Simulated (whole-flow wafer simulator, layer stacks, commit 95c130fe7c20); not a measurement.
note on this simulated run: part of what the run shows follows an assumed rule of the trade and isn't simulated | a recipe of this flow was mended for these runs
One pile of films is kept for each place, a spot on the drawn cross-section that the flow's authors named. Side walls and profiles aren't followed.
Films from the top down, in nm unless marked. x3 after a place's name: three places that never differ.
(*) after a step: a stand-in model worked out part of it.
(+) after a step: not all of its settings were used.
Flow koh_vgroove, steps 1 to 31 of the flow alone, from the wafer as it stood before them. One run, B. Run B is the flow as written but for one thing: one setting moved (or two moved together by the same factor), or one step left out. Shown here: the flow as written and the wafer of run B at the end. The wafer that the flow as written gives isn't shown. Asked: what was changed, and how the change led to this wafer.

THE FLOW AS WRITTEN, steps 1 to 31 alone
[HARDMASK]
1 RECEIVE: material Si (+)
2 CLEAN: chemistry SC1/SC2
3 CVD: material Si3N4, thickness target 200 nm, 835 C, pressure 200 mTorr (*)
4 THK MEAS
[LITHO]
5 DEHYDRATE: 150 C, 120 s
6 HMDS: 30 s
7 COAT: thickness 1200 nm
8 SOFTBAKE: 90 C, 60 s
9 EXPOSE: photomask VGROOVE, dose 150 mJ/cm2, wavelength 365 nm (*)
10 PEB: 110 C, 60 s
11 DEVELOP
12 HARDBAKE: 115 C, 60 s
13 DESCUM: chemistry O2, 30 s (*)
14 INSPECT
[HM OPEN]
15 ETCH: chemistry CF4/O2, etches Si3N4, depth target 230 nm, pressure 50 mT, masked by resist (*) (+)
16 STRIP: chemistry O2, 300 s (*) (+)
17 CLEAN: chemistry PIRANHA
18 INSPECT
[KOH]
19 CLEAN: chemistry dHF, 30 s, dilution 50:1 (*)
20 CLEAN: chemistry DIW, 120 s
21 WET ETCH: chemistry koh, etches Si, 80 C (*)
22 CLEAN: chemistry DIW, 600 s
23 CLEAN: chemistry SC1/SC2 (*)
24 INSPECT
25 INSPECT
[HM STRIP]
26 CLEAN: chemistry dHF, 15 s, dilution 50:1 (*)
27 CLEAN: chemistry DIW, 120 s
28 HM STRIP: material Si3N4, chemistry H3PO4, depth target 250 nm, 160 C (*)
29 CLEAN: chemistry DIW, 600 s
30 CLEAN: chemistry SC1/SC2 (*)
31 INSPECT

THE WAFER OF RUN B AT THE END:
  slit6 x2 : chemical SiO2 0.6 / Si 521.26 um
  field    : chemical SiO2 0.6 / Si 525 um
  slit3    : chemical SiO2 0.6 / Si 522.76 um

The cause: step 3, CVD: 851.4 C was run, where the flow has 835 C.

How the change led to this, step by step:
  3 CVD: material Si3N4, thickness target 200 nm, 835 C, pressure 200 mTorr (*)
      field, slit3, slit2, slit6 x2: Si3N4 +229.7 (new film) (as written it would be: Si3N4 +200 (new film))
  15 ETCH: chemistry CF4/O2, etches Si3N4, depth target 230 nm, pressure 50 mT, masked by resist (*) (+)
      slit3, slit2, slit6 x2: Si3N4 -229.7 (all of it), chemical SiO2 -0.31 (as written it would be: Si3N4 -200 (all of it), chemical SiO2 -0.64 (all of it), Si -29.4)
  16 STRIP: chemistry O2, 300 s (*) (+)
      slit3, slit2, slit6 x2: chemical SiO2 +1.27, Si -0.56 (as written it would be: chemical SiO2 +1.6 (new film), Si -0.7)
  28 HM STRIP: material Si3N4, chemistry H3PO4, depth target 250 nm, 160 C (*)
      field: Si3N4 -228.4 (all of it), chemical SiO2 -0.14, Si -1.27 (as written it would be: Si3N4 -198.7 (all of it), chemical SiO2 -0.14, Si -2.75)
